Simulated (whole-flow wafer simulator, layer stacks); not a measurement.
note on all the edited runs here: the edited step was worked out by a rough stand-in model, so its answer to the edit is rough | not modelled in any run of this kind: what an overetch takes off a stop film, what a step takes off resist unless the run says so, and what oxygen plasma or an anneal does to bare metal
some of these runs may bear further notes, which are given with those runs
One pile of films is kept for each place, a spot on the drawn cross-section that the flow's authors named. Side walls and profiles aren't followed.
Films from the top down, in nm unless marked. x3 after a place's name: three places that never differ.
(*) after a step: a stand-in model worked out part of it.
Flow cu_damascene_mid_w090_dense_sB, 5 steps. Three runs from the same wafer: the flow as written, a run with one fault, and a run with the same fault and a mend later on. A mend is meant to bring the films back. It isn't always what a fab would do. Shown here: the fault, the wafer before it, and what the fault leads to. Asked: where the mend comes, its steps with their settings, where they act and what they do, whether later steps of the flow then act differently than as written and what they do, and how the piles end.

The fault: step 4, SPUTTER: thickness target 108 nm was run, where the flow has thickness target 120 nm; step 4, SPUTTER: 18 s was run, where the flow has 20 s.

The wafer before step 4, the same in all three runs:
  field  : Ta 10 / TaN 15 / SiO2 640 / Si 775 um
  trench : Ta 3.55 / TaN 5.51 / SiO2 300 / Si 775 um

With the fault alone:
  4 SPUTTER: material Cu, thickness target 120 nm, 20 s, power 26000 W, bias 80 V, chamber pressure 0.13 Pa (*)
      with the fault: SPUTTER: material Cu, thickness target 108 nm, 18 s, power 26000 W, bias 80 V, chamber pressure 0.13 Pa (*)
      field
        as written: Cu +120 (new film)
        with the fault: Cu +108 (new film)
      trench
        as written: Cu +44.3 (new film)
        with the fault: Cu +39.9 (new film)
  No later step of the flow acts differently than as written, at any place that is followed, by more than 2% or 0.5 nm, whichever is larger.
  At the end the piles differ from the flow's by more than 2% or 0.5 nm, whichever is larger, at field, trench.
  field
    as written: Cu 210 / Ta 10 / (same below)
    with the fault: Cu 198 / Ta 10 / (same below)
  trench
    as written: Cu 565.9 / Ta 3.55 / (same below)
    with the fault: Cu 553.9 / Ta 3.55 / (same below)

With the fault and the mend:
  The mend comes after step 4.
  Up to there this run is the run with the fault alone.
  4a SPUTTER: material Cu, thickness target 12 nm, 2 s, power 26000 W, bias 80 V, chamber pressure 0.13 Pa (*) (the flow's step 4 once more, with other settings)
      field
        Cu +12
      trench
        Cu +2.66
  No later step of the flow acts differently than as written, at any place that is followed, by more than 2% or 0.5 nm, whichever is larger.
  At the end the piles are the same as the flow's at every place that both follow.
